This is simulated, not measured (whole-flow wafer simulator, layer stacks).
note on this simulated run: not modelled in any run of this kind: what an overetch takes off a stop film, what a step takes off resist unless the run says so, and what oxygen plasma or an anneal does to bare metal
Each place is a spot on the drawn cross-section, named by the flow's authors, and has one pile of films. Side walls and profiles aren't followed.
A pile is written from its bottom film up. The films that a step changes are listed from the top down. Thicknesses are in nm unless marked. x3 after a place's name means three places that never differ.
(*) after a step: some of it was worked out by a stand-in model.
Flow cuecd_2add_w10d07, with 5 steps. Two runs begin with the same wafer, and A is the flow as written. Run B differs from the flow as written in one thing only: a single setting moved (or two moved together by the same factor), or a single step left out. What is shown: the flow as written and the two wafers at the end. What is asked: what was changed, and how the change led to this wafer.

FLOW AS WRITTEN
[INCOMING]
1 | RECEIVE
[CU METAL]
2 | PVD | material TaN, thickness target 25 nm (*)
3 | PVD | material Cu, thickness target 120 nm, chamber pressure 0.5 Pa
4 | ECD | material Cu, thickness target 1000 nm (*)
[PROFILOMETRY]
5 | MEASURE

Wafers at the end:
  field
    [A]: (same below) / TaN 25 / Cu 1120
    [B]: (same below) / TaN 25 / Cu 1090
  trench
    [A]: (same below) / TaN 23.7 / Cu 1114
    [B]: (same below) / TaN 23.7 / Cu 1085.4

The reason: step 3, PVD: thickness target 90 nm was run, though the flow has thickness target 120 nm.

The path from the change to this, step by step:
  3 | PVD | material Cu, thickness target 120 nm, chamber pressure 0.5 Pa
      field: A Cu gains 120 (new film) | B Cu gains 90 (new film)
      trench: A Cu gains 114 (new film) | B Cu gains 85.4 (new film)
